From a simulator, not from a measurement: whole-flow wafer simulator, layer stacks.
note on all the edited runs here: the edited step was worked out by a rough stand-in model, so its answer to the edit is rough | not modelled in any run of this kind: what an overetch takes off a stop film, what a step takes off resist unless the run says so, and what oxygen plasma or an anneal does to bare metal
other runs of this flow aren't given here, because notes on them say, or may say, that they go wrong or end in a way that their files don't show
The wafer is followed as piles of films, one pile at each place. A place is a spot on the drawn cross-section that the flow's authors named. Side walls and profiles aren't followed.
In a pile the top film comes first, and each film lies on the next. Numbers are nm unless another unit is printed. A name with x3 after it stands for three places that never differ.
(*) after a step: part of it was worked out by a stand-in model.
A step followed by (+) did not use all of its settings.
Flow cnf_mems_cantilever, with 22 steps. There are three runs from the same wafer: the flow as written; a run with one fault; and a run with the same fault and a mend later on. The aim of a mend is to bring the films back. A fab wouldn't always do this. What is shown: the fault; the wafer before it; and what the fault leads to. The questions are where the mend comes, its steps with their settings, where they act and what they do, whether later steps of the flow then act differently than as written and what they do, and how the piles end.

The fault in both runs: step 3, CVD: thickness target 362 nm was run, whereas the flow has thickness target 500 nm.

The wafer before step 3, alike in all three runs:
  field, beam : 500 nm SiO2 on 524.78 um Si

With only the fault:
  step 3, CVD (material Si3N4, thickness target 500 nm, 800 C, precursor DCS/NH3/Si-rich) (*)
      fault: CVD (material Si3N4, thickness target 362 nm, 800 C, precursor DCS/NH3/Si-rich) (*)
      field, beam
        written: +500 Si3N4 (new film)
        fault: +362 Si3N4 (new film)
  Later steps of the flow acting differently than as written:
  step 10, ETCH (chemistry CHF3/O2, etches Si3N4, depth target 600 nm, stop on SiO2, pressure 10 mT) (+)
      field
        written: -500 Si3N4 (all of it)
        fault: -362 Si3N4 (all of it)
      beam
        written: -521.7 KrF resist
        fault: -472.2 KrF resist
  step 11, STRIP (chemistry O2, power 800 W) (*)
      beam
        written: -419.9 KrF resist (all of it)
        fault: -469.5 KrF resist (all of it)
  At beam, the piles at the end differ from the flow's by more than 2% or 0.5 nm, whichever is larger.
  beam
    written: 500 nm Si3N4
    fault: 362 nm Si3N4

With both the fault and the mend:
  The mend follows step 3.
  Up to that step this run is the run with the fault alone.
  step 3a, CVD (material Si3N4, thickness target 138 nm, 800 C, precursor DCS/NH3/Si-rich) (*) (the flow's step 3 again, with other settings)
      field, beam
        +138 Si3N4
  Every later step of the flow that is run acts as written at every place that is followed.
  At every place that both follow, the piles at the end match the flow's.
